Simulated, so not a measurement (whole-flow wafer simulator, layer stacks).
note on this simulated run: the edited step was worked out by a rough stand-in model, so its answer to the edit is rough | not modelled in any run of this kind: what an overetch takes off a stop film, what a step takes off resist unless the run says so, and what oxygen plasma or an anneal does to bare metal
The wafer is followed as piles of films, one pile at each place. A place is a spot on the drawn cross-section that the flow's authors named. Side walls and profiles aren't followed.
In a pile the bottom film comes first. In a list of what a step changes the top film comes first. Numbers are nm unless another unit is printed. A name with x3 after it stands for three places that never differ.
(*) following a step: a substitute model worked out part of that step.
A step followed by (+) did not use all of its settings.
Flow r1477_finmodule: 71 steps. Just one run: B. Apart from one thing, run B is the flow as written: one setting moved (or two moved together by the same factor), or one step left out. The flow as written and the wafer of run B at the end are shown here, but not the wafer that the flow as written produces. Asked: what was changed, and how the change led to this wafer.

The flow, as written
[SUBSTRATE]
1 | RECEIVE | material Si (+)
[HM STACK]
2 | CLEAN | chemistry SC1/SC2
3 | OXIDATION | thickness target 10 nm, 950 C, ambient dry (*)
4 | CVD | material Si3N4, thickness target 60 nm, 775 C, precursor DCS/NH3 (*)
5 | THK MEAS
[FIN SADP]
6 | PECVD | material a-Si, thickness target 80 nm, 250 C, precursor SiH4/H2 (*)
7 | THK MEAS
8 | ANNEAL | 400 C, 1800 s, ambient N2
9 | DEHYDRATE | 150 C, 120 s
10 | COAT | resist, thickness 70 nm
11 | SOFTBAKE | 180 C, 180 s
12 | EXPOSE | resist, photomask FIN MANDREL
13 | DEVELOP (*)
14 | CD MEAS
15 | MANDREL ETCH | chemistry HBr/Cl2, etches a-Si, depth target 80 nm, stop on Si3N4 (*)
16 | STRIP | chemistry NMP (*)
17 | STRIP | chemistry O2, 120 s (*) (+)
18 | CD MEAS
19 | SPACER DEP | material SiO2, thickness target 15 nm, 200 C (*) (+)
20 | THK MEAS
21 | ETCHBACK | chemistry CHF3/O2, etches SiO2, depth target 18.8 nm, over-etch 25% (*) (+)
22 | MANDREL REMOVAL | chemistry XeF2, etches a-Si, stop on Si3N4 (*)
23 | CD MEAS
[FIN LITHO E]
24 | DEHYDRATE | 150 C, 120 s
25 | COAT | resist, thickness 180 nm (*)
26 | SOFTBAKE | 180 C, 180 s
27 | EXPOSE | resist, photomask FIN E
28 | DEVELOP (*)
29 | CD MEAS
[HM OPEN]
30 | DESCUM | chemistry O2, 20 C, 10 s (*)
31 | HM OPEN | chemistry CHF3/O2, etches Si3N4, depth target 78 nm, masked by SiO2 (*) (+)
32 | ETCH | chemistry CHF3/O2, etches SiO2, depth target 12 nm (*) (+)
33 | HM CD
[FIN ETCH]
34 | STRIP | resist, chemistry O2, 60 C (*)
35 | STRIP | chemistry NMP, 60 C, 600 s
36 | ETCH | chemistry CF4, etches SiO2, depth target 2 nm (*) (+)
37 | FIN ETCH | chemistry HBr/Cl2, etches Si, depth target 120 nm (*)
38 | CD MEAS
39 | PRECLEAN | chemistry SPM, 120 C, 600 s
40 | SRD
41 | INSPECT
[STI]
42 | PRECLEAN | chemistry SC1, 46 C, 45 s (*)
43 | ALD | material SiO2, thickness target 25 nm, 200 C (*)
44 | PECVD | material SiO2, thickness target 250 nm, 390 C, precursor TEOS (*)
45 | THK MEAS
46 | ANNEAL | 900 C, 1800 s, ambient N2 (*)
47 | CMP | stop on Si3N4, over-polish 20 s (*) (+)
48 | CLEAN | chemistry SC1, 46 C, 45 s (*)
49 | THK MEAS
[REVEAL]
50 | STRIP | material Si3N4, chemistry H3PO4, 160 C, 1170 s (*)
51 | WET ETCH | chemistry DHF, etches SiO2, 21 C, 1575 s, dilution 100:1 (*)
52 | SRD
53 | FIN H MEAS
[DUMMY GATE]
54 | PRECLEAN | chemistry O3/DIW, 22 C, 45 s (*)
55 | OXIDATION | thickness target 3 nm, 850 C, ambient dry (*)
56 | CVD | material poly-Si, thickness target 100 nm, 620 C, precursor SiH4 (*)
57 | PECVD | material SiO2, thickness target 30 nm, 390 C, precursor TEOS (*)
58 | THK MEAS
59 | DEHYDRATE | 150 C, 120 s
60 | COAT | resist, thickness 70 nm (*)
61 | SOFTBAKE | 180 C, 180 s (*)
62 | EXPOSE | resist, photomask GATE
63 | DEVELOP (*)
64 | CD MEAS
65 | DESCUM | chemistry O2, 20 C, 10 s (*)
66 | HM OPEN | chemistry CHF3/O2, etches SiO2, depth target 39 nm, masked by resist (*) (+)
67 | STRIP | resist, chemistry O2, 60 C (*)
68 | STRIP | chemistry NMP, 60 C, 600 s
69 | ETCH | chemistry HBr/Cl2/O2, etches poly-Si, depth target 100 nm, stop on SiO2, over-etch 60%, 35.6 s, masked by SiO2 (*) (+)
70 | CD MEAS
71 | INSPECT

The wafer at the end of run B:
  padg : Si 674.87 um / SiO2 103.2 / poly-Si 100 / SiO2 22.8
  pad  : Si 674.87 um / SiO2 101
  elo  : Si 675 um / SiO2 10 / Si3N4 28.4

What caused this: step 69, ETCH: depth target 135 nm was run, whereas the flow has depth target 100 nm; step 69, ETCH: 48.1 s was run, where the flow has 35.6 s.

Step by step, how the change led to this:
  69 | ETCH | chemistry HBr/Cl2/O2, etches poly-Si, depth target 100 nm, stop on SiO2, over-etch 60%, 35.6 s, masked by SiO2 (*) (+)
      padg, elg, esg and 15 more: SiO2 loses 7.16 (in the flow as written it would be: SiO2 loses 5.3)
      pad, eso, e40so and 8 more: chemical SiO2 loses 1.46 (all of it), poly-Si loses 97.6 (all of it), SiO2 loses 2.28 (in the flow as written it would be: chemical SiO2 loses 1.46 (all of it), poly-Si loses 97.6 (all of it), SiO2 loses 0.42)
      (also at 7 further places)
